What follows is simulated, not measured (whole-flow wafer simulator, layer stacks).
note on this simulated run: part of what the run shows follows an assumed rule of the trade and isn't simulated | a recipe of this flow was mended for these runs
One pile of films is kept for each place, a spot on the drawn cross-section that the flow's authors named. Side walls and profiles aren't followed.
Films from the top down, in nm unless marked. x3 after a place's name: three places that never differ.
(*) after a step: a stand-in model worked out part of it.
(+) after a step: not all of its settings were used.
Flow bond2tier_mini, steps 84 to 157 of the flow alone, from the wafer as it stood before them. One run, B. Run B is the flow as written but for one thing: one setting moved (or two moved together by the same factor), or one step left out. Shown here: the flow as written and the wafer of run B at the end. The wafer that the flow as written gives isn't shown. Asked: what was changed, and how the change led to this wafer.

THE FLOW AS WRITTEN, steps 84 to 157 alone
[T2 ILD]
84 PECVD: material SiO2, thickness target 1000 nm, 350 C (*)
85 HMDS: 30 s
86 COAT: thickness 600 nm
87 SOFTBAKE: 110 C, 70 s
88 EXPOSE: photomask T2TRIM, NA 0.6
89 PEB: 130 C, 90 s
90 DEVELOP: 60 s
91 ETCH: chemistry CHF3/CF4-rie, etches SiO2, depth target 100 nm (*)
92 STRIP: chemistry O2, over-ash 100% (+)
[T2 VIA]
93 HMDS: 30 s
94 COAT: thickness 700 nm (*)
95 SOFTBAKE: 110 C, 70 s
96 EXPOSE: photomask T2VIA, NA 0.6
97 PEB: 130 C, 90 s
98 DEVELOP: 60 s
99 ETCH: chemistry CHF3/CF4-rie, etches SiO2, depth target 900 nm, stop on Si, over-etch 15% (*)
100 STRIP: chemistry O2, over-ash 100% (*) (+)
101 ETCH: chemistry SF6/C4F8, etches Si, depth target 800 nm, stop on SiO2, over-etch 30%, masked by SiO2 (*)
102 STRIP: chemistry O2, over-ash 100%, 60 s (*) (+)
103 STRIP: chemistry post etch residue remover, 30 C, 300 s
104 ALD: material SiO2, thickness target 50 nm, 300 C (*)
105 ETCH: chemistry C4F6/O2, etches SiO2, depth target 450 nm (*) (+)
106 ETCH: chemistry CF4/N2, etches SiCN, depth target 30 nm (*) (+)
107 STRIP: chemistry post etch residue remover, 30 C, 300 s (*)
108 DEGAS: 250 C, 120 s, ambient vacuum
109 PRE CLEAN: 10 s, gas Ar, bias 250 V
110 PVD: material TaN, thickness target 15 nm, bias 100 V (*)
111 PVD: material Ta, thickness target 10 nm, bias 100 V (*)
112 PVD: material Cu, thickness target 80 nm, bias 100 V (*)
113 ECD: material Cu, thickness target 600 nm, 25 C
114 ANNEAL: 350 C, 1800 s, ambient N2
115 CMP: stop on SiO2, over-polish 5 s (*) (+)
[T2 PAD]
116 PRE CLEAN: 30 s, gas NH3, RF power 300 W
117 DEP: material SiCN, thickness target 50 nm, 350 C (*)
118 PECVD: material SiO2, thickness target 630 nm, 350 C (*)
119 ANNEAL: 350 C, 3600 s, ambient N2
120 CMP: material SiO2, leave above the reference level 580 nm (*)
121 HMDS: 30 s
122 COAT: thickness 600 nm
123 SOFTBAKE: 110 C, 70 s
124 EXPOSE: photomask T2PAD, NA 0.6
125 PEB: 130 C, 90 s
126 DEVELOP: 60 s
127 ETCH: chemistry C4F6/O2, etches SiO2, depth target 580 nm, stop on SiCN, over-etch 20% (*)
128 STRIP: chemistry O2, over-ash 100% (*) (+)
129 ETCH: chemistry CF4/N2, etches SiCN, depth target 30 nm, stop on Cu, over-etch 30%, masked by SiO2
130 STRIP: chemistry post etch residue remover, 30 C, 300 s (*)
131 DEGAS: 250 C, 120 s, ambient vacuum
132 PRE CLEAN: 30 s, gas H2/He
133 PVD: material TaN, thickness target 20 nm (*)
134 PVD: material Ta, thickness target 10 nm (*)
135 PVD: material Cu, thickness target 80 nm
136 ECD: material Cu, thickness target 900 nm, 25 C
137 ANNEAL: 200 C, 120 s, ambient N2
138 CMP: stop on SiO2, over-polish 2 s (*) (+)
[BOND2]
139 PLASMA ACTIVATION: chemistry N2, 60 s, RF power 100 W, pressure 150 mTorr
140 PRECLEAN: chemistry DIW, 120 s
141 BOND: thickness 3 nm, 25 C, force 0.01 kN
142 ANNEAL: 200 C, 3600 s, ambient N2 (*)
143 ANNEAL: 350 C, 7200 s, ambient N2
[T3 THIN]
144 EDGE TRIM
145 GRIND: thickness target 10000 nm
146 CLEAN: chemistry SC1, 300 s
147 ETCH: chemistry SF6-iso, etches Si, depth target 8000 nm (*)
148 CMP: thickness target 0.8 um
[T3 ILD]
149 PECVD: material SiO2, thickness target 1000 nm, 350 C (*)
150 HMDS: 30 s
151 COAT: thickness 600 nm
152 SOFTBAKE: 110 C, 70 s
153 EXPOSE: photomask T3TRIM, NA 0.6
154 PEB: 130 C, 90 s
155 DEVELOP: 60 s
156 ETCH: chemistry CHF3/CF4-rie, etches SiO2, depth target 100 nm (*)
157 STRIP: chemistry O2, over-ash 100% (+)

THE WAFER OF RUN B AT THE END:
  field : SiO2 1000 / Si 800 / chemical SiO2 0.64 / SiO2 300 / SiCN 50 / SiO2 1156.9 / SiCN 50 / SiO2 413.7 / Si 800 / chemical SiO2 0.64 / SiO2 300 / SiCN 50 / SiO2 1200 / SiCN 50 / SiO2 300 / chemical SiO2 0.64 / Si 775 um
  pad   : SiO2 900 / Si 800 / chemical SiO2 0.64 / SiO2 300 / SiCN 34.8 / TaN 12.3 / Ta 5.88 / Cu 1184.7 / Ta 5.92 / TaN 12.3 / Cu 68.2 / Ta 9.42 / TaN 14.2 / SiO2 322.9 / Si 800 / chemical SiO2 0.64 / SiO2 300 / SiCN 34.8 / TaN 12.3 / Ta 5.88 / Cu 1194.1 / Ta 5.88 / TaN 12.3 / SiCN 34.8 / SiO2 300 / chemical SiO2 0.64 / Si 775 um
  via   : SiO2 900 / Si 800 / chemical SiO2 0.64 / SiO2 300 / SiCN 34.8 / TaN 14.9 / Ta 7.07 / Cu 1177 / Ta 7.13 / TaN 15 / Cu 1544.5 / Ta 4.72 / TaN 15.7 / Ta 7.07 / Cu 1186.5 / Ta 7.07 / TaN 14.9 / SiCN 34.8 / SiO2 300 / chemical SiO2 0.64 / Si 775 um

The cause: step 84, PECVD: thickness target 856 nm was run, where the flow has thickness target 1000 nm.

How the change led to this, step by step:
  84 PECVD: material SiO2, thickness target 1000 nm, 350 C (*)
      field, pad, via: SiO2 +856 (new film) (as written it would be: SiO2 +1000 (new film))
  99 ETCH: chemistry CHF3/CF4-rie, etches SiO2, depth target 900 nm, stop on Si, over-etch 15% (*)
      field, pad: thick-KrF-resist -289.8 (as written it would be: thick-KrF-resist -345)
      via: SiO2 -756 (all of it), Si -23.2 (as written it would be: SiO2 -900 (all of it), Si -11.2)
  100 STRIP: chemistry O2, over-ash 100% (*) (+)
      field: thick-KrF-resist -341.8 (all of it) (as written it would be: thick-KrF-resist -286.6 (all of it))
      pad: thick-KrF-resist -428.1 (all of it) (as written it would be: thick-KrF-resist -372.9 (all of it))
  112 PVD: material Cu, thickness target 80 nm, bias 100 V (*)
      via: Cu +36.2 (new film) (as written it would be: Cu +35 (new film))
  113 ECD: material Cu, thickness target 600 nm, 25 C
      via: Cu +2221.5 (as written it would be: Cu +2367)
